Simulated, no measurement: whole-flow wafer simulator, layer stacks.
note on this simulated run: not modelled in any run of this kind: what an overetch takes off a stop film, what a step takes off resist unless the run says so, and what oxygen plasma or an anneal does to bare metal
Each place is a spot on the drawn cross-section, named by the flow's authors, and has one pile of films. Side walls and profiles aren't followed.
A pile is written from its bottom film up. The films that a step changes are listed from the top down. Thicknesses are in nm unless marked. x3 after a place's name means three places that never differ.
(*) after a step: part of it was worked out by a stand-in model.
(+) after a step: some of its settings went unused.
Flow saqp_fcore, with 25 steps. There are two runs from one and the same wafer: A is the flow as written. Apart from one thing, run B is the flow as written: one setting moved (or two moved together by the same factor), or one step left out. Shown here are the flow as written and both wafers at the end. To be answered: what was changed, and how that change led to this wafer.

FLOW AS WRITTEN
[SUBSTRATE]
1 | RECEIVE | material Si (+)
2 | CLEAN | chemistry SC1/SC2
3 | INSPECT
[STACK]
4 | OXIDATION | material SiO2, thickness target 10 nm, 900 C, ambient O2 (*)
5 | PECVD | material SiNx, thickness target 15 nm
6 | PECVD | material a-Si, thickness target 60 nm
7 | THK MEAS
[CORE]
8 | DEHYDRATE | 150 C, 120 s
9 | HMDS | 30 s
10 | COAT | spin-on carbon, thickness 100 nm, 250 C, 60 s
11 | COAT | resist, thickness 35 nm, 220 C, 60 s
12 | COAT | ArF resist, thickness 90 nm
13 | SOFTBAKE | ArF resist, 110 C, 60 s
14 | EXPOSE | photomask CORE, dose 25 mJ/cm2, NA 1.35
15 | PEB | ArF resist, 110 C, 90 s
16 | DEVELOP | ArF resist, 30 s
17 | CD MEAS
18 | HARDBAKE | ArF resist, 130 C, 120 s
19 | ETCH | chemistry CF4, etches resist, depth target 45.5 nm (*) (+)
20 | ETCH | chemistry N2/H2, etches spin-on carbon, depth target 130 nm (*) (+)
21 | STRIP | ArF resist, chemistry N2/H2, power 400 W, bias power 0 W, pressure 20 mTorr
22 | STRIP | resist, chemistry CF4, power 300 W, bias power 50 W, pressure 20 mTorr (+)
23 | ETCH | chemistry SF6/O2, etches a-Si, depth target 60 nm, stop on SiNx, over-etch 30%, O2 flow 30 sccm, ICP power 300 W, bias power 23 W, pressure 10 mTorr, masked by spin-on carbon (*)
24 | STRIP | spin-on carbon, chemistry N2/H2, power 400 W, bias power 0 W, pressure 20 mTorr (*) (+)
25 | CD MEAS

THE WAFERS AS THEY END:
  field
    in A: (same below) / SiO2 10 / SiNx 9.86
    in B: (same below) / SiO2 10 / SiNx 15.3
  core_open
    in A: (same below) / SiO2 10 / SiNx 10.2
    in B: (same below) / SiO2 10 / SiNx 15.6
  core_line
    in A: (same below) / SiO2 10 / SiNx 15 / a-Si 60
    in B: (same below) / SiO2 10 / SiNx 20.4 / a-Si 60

The reason: step 5, PECVD: thickness target 20.4 nm was run, whereas the flow has thickness target 15 nm.
The wafer itself shows it: core_line has SiNx 20.4, and step 5 as written asks for 15 nm.

The path from the change to this, step by step:
  5 | PECVD | material SiNx, thickness target 15 nm
      field, core_open, core_line: A SiNx gains 15 (new film) | B SiNx gains 20.4 (new film)
